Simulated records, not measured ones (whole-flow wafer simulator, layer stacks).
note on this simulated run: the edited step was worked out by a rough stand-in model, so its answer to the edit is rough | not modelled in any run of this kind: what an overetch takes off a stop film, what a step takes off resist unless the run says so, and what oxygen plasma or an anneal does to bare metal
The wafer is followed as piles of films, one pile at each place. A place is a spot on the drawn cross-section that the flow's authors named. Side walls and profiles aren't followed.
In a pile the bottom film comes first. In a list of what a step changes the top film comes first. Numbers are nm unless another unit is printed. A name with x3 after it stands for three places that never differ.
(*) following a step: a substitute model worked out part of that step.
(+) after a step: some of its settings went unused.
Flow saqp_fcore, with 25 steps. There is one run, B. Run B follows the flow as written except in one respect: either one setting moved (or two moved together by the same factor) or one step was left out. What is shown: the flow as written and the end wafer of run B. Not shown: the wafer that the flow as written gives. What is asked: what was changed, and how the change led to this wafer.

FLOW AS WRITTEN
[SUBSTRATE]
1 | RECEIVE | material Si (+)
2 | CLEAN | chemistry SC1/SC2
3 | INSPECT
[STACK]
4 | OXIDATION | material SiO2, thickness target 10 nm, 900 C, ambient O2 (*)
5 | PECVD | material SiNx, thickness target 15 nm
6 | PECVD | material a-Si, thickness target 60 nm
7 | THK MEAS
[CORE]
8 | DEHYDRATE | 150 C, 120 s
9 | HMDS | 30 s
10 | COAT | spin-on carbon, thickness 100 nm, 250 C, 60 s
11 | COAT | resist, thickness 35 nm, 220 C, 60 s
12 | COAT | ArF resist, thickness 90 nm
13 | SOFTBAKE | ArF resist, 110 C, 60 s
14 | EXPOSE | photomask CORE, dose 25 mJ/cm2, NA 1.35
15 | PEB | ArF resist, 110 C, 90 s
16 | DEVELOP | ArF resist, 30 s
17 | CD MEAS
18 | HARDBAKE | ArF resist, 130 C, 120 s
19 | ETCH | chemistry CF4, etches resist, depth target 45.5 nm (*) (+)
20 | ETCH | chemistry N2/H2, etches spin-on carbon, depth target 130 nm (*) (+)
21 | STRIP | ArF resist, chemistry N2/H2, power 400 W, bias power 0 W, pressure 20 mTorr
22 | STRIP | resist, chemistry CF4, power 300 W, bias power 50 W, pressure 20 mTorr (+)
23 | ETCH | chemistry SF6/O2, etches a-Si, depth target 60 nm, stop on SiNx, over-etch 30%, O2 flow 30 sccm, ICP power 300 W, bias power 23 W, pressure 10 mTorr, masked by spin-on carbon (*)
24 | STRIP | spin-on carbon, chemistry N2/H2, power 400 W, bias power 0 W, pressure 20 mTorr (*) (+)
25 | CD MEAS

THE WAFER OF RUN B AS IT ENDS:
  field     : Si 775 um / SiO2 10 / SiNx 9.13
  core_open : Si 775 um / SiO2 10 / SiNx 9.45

What caused this: step 23, ETCH: depth target 64.5 nm was run, though the flow has depth target 60 nm.

How this came from the change, step by step:
  23 | ETCH | chemistry SF6/O2, etches a-Si, depth target 60 nm, stop on SiNx, over-etch 30%, O2 flow 30 sccm, ICP power 300 W, bias power 23 W, pressure 10 mTorr, masked by spin-on carbon (*)
      field: -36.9 a-Si (all of it), -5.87 SiNx (in the flow as written it would be: -36.9 a-Si (all of it), -5.14 SiNx)
      core_open: -39.4 a-Si (all of it), -5.55 SiNx (in the flow as written it would be: -39.4 a-Si (all of it), -4.82 SiNx)
